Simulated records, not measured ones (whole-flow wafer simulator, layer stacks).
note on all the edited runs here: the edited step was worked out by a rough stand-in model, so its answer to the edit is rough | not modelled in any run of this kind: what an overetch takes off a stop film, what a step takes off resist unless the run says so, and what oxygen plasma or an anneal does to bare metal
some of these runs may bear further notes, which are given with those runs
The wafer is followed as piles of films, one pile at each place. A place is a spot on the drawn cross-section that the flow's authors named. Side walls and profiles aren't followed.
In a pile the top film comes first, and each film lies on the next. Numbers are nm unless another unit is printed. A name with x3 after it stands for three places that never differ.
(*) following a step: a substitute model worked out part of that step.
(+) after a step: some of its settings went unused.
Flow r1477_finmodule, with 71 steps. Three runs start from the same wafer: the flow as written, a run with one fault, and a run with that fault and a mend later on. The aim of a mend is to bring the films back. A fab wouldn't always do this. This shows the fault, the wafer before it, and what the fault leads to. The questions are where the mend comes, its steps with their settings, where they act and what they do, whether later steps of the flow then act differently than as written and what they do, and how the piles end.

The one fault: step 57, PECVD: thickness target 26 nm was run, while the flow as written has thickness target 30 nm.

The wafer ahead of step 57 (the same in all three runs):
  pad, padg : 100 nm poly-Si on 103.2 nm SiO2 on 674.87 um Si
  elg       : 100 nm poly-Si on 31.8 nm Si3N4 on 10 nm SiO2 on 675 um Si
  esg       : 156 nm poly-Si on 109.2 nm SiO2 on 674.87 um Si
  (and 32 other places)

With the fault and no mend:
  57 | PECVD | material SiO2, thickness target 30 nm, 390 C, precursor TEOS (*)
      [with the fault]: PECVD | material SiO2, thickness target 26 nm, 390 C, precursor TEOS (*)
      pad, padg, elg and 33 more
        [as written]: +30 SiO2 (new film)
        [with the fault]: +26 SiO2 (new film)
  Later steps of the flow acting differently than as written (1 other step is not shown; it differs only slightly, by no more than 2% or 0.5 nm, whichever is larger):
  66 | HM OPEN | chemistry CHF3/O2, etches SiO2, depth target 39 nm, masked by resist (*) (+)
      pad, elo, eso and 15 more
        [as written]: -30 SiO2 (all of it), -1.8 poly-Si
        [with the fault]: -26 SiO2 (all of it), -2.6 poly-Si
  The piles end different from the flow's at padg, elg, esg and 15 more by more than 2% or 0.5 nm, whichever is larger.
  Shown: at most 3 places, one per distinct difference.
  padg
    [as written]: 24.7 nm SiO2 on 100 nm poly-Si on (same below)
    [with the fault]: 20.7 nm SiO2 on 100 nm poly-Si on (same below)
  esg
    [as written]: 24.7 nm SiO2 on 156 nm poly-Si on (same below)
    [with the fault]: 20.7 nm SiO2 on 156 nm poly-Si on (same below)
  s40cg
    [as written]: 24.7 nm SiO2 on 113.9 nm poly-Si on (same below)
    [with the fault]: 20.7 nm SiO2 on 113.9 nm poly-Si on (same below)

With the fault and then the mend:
  The mend stands after step 64.
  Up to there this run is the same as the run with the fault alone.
  64a | STRIP | resist, chemistry O2, 60 C
      padg, elg, esg
        -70 resist (all of it)
      e40lg, e100lg, e200lg
        -66.9 resist (all of it)
      s40sg, s45sg
        -91 resist (all of it)
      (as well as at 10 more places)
  64b | PECVD | material SiO2, thickness target 4 nm, 390 C, precursor TEOS (*) (the flow's step 57, run once more with other settings)
      pad, padg, elg and 33 more
        +4 SiO2
  64c | DEHYDRATE | 150 C, 120 s (the flow's step 59, run once more)
      leaves every film unchanged at each place that is followed
  64d | COAT | resist, thickness 70 nm (*) (the flow's step 60, run once more)
      e40lg, e100lg, e200lg, elo, e40lo, e100lo, e200lo
        +66.9 resist (new film)
      pad, padg, elg, esg
        +70 resist (new film)
      s40sg, s45sg, s40so, s45so
        +91 resist (new film)
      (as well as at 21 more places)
  64e | SOFTBAKE | 180 C, 180 s (*) (the flow's step 61, run once more)
      leaves every film unchanged at each place that is followed
  64f | EXPOSE | resist, photomask GATE (the flow's step 62, run once more)
      leaves every film unchanged at each place that is followed
  64g | DEVELOP (*) (the flow's step 63, run once more)
      elo, e40lo, e100lo, e200lo
        -66.9 resist (all of it)
      eso, e40so
        -129.5 resist (all of it)
      s40so, s45so
        -91 resist (all of it)
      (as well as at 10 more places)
  Every later step of the flow that is run acts as written at every place that is followed.
  By the end, the piles equal the flow's at every place that both follow.
